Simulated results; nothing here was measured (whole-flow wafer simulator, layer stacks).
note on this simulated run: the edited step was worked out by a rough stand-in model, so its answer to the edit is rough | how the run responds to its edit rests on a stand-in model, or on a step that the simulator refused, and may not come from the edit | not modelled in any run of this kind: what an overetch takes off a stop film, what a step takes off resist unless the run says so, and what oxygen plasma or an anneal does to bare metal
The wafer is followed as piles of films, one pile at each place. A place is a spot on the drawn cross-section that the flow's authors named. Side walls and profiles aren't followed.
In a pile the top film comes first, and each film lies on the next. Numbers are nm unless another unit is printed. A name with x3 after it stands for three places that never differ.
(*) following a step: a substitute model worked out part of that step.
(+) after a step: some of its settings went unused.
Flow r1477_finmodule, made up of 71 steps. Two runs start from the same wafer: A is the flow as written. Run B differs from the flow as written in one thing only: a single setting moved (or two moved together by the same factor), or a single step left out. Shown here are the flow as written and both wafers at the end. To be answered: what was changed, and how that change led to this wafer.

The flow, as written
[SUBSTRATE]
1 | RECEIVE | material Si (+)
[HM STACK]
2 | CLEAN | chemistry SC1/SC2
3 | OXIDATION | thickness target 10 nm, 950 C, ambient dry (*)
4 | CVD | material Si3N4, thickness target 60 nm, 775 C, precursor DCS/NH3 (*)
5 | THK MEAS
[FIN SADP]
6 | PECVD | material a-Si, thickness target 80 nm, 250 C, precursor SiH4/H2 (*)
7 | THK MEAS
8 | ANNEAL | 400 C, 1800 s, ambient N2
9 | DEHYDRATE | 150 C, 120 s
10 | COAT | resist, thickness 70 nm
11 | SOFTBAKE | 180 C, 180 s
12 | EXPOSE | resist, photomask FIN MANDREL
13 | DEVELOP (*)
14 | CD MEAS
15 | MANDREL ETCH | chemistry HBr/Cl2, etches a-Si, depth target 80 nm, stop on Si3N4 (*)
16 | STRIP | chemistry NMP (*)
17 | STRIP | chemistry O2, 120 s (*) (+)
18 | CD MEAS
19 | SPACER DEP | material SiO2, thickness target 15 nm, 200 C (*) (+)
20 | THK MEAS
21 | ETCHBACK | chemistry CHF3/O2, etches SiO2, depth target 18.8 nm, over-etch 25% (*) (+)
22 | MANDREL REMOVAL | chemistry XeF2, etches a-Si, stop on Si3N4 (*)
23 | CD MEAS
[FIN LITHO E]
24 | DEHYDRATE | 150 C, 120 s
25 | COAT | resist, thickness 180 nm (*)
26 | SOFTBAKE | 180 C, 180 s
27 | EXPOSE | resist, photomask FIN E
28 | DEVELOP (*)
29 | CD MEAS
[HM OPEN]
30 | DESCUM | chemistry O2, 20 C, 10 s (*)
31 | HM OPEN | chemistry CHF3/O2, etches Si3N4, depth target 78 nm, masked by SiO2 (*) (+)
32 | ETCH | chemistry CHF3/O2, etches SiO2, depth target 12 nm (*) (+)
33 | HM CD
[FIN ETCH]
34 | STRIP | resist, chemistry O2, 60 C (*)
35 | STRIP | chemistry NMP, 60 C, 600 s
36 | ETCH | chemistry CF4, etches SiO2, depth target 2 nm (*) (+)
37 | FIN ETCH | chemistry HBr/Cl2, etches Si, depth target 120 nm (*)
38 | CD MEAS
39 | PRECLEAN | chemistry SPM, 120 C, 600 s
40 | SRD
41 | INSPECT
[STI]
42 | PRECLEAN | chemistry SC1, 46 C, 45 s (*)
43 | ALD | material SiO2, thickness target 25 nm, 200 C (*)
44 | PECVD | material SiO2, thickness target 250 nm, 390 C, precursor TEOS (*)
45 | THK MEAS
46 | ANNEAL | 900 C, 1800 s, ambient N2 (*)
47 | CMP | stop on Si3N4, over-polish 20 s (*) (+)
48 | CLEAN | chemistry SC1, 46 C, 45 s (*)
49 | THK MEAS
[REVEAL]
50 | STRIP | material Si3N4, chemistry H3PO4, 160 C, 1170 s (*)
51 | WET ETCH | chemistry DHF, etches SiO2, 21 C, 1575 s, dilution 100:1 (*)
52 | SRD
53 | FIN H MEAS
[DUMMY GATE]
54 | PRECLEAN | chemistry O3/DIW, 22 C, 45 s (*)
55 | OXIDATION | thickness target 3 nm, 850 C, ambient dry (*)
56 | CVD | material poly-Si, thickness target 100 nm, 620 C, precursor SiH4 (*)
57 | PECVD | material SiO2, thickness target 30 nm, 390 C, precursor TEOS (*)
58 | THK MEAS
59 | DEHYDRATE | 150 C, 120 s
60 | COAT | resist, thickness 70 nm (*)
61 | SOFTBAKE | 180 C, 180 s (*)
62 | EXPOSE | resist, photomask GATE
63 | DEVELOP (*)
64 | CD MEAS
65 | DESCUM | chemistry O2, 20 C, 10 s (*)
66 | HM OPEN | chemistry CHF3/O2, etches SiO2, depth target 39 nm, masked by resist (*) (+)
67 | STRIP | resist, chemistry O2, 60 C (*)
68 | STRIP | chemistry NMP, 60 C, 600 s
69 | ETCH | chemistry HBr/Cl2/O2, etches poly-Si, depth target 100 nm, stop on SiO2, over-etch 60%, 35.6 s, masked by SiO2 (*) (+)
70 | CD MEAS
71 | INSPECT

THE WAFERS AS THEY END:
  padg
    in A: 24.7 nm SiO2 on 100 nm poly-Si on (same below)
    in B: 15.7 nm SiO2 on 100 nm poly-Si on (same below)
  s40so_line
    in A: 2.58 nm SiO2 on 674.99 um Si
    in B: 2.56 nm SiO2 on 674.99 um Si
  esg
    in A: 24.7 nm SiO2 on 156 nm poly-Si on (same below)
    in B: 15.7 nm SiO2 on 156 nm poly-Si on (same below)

What caused this: step 57, PECVD: thickness target 21 nm was run, while the flow as written has thickness target 30 nm.

The path from the change to this, step by step:
  57 | PECVD | material SiO2, thickness target 30 nm, 390 C, precursor TEOS (*)
      pad, padg, elg and 33 more: A SiO2 gains 30 (new film) | B SiO2 gains 21 (new film)
  66 | HM OPEN | chemistry CHF3/O2, etches SiO2, depth target 39 nm, masked by resist (*) (+)
      pad, elo, eso and 15 more: A SiO2 loses 30 (all of it), poly-Si loses 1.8 | B SiO2 loses 21 (all of it), poly-Si loses 2.1
      padg, elg, esg and 15 more: A resist loses 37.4 | B resist loses 30.2
  67 | STRIP | resist, chemistry O2, 60 C (*)
      padg, elg, esg: A resist loses 15.9 (all of it) | B resist loses 23.1 (all of it)
      e100lg, e200lg: A resist loses 12.8 (all of it) | B resist loses 20 (all of it)
      (also at 13 further places)
